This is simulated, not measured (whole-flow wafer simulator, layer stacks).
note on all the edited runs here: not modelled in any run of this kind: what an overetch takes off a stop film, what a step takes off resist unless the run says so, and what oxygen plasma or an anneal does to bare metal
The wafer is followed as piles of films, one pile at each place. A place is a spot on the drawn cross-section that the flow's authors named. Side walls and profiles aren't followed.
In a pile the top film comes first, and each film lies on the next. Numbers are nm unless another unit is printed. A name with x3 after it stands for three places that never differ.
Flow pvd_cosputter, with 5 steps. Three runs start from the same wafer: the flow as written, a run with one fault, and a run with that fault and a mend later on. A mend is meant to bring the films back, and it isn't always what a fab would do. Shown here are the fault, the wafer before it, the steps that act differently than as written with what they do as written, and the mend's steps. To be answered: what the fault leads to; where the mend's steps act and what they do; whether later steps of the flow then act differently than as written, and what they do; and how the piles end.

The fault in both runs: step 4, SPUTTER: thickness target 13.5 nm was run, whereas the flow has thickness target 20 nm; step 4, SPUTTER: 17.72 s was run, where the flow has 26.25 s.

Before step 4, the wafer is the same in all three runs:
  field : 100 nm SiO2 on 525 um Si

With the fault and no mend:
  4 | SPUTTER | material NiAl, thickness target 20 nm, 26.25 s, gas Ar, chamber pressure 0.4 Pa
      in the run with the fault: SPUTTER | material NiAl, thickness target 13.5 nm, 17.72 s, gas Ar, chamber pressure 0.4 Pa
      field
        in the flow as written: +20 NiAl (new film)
        in the run with the fault: +13.5 NiAl (new film)
  Later steps of the flow that are run all act as written at every place that is followed.
  At field, the piles at the end differ from the flow's by more than 2% or 0.5 nm, whichever is larger.
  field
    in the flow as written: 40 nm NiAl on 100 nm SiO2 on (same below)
    in the run with the fault: 33.5 nm NiAl on 100 nm SiO2 on (same below)

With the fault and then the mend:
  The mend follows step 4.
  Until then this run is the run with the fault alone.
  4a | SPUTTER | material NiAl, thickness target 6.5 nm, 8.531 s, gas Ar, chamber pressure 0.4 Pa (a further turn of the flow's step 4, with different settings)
      field
        +6.5 NiAl
  Later steps of the flow that are run all act as written at every place that is followed.
  By the end, the piles equal the flow's at every place that both follow.
